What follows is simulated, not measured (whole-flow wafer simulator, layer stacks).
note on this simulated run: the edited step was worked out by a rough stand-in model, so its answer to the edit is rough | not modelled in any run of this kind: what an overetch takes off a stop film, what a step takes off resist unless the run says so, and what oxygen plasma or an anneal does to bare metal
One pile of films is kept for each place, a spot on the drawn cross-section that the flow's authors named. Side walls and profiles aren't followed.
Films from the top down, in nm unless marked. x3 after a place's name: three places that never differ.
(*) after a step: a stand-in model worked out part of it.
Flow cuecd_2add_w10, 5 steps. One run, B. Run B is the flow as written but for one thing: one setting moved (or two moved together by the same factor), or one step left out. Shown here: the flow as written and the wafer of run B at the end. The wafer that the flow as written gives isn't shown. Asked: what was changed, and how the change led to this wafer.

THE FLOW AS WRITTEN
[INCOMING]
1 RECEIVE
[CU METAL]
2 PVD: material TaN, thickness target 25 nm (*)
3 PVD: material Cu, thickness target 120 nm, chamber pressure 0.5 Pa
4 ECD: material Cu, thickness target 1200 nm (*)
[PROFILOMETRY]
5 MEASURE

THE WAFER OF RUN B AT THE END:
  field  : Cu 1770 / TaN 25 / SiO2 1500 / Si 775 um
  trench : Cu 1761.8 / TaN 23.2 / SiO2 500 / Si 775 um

The cause: step 4, ECD: thickness target 1650 nm was run, where the flow has thickness target 1200 nm.

How the change led to this, step by step:
  4 ECD: material Cu, thickness target 1200 nm (*)
      field, trench: Cu +1650 (as written it would be: Cu +1200)
